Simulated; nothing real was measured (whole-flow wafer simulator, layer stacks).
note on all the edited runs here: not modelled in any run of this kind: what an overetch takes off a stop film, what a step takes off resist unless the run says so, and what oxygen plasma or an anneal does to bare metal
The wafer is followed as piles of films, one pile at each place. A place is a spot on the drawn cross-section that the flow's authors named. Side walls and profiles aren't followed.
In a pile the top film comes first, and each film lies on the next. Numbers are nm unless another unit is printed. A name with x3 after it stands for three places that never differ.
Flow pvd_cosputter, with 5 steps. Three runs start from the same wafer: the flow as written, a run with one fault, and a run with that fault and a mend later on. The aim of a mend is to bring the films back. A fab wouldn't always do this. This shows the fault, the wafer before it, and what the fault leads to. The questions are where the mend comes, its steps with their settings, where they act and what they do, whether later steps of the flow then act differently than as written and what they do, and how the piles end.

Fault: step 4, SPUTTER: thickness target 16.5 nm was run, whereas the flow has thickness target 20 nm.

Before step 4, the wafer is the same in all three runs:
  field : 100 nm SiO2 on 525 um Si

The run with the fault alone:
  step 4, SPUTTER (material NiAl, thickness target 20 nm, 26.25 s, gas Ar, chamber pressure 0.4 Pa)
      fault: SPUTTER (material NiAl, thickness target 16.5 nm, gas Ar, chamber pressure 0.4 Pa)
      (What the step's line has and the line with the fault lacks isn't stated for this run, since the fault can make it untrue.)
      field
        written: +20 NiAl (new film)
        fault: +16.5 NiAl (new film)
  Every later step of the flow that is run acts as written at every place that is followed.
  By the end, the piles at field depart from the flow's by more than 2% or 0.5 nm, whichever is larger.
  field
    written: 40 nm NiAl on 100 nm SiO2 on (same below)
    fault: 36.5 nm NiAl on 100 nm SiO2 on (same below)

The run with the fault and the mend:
  The mend follows step 4.
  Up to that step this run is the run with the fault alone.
  step 4a, SPUTTER (material NiAl, thickness target 3.5 nm, gas Ar, chamber pressure 0.4 Pa) (the flow's step 4 again, with other settings)
      field
        +3.5 NiAl
  Every later step of the flow that is run acts as written at every place that is followed.
  The piles end the same as the flow's at every place that both follow.
